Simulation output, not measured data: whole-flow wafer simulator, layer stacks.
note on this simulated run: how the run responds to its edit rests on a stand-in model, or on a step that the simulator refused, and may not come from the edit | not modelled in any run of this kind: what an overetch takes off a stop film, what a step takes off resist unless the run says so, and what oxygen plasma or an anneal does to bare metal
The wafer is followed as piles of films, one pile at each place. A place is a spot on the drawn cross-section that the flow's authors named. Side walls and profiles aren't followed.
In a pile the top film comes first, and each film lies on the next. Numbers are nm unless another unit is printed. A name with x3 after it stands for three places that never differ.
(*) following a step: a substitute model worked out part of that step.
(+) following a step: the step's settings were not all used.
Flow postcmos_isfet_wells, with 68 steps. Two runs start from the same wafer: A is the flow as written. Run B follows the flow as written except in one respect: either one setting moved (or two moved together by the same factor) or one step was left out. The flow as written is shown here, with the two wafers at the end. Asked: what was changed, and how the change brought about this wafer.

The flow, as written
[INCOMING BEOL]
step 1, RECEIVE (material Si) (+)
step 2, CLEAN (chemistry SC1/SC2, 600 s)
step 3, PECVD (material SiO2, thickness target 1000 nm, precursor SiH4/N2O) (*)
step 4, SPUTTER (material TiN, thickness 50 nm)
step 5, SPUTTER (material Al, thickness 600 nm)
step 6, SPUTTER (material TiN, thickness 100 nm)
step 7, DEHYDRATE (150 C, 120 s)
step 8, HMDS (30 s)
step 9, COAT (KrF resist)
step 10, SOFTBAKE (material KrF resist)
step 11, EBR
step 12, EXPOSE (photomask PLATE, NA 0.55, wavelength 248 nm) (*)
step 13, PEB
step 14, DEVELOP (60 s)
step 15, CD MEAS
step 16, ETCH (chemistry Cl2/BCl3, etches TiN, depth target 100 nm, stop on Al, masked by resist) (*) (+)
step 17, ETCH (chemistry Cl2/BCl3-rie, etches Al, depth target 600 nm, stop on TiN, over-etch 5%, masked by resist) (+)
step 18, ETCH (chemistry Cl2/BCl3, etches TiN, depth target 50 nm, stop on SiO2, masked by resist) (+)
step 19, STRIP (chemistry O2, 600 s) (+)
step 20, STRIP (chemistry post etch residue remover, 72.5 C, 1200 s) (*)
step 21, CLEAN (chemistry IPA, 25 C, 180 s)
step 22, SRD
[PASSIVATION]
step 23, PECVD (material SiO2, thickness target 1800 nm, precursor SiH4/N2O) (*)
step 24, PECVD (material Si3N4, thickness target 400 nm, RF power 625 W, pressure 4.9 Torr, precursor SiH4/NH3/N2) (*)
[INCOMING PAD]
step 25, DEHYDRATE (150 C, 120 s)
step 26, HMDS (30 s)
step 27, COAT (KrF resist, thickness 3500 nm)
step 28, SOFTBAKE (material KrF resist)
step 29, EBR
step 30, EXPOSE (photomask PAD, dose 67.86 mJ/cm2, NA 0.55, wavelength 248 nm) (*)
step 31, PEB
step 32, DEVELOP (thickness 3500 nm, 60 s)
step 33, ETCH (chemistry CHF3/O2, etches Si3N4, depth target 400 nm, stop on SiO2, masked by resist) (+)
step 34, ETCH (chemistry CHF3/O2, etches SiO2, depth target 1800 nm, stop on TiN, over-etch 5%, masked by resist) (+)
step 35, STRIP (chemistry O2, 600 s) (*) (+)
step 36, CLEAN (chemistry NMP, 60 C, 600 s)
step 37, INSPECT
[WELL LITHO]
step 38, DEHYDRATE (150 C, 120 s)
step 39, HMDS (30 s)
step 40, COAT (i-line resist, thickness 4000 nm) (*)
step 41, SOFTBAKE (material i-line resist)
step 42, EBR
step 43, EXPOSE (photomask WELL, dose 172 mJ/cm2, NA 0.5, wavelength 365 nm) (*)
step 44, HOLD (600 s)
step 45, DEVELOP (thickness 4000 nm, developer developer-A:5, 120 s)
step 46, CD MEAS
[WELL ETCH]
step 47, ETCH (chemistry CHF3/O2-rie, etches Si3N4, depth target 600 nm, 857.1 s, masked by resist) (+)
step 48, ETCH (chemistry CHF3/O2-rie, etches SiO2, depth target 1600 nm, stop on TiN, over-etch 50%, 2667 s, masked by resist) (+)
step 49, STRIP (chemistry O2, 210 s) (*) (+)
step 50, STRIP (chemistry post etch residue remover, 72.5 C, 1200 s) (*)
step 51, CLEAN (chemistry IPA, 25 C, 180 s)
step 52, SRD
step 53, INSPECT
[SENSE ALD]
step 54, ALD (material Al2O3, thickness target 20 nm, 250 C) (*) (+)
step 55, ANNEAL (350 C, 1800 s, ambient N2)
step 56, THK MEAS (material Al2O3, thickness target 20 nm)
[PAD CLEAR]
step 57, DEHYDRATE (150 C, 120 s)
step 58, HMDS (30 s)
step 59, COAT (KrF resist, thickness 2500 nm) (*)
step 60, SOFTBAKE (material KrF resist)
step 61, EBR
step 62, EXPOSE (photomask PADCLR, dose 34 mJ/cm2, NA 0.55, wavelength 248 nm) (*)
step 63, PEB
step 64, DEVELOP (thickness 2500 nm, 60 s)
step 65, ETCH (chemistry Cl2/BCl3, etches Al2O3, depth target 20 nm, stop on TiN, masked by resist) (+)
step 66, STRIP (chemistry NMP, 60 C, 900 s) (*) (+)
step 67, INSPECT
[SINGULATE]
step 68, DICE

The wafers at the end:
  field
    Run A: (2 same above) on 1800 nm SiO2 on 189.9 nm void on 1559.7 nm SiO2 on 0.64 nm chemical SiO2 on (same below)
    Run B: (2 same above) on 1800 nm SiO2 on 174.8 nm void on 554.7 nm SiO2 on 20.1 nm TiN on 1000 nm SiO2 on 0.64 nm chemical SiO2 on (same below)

What caused this: step 18, ETCH: depth target 29.5 nm was run, while the flow as written has depth target 50 nm.

How this came from the change, step by step:
  step 18, ETCH (chemistry Cl2/BCl3, etches TiN, depth target 50 nm, stop on SiO2, masked by resist) (+)
      field: A -50 TiN (all of it) | B -29.5 TiN
      margin, well900, well1300 x3, pad_rim, pad_clr, pad_open: A -20 KrF resist | B -11.8 KrF resist
  step 23, PECVD (material SiO2, thickness target 1800 nm, precursor SiH4/N2O) (*)
      field: A +1800 SiO2 (new film), +189.9 void (new film), +559.7 SiO2 | B +1800 SiO2 (new film), +174.8 void (new film), +554.7 SiO2 (new film)
If metal films that touch count as one body, field has 1 body; the flow as written gives 0 bodies.
